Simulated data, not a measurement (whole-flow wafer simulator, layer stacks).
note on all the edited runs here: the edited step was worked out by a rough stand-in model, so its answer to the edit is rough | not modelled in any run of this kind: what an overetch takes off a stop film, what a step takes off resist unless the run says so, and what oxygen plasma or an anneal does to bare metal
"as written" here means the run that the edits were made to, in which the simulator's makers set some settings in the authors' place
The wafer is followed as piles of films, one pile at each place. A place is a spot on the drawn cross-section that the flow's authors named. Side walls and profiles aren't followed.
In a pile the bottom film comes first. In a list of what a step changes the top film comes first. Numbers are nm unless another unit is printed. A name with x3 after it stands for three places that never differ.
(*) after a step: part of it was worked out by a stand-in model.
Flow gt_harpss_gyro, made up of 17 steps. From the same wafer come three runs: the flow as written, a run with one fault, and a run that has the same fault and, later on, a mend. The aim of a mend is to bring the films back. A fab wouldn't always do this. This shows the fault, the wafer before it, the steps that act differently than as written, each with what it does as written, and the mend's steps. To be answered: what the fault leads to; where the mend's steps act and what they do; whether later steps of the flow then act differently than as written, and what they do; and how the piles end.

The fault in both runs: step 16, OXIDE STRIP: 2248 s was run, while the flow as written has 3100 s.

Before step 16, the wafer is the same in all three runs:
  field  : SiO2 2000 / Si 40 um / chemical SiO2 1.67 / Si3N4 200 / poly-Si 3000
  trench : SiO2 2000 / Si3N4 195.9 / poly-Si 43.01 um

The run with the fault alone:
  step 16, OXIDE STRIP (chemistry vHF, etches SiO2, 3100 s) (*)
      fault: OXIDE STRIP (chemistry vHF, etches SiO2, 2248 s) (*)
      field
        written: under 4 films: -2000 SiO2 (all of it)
        fault: under 4 films: -1744.3 SiO2
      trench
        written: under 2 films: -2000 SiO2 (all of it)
        fault: under 2 films: -1744.3 SiO2
  None of the later steps of the flow acts differently than as written at any place that is followed.
  By the end, the piles at field, trench depart from the flow's by more than 2% or 0.5 nm, whichever is larger.
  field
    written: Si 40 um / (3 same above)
    fault: SiO2 255.7 / Si 40 um / (3 same above)
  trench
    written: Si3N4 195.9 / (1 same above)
    fault: SiO2 255.7 / Si3N4 195.9 / (1 same above)

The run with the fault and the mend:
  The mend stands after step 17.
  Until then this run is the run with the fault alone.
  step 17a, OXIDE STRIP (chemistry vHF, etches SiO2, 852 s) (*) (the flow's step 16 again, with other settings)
      field
        under 4 films: -255.7 SiO2 (all of it)
      trench
        under 2 films: -255.7 SiO2 (all of it)
  None of the later steps of the flow acts differently than as written at any place that is followed.
  By the end, the piles equal the flow's at every place that both follow.
